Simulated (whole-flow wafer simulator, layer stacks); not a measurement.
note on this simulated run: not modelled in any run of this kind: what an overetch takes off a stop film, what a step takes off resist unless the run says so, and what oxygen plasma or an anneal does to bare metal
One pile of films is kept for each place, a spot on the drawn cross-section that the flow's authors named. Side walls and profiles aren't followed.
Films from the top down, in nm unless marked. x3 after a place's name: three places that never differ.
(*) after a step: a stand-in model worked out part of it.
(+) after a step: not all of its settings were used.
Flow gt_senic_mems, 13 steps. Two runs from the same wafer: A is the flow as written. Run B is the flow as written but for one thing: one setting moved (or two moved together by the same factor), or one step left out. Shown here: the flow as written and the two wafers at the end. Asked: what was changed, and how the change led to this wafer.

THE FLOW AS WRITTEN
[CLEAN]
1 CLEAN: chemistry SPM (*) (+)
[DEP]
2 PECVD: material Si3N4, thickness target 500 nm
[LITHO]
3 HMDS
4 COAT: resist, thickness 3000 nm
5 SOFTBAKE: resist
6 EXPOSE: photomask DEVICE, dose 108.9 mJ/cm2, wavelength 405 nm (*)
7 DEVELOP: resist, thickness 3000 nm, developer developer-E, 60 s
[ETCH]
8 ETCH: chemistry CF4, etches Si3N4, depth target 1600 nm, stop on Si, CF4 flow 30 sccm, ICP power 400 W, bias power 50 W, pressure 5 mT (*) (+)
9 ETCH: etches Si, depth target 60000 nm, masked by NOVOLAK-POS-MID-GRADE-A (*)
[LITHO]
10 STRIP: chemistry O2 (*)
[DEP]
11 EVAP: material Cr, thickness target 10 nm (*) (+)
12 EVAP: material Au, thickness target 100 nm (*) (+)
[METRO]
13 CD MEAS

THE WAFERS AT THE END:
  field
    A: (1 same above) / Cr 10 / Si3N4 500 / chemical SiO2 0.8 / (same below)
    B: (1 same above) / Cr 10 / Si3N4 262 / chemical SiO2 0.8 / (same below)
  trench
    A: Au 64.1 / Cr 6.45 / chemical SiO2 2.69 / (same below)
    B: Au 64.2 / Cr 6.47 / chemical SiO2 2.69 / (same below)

The cause: step 2, PECVD: thickness target 262 nm was run, where the flow has thickness target 500 nm.
It can be read off the wafer: field has Si3N4 262, and step 2 as written asks for 500 nm.

How the change led to this, step by step:
  2 PECVD: material Si3N4, thickness target 500 nm
      field, trench: A Si3N4 +500 (new film) | B Si3N4 +262 (new film)
  8 ETCH: chemistry CF4, etches Si3N4, depth target 1600 nm, stop on Si, CF4 flow 30 sccm, ICP power 400 W, bias power 50 W, pressure 5 mT (*) (+)
      field: A resist -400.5 | B resist -241.9
      trench: A Si3N4 -500 (all of it), chemical SiO2 -0.8 (all of it) | B Si3N4 -262 (all of it), chemical SiO2 -0.8 (all of it)
  10 STRIP: chemistry O2 (*)
      field: A resist -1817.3 (all of it) | B resist -1976 (all of it)
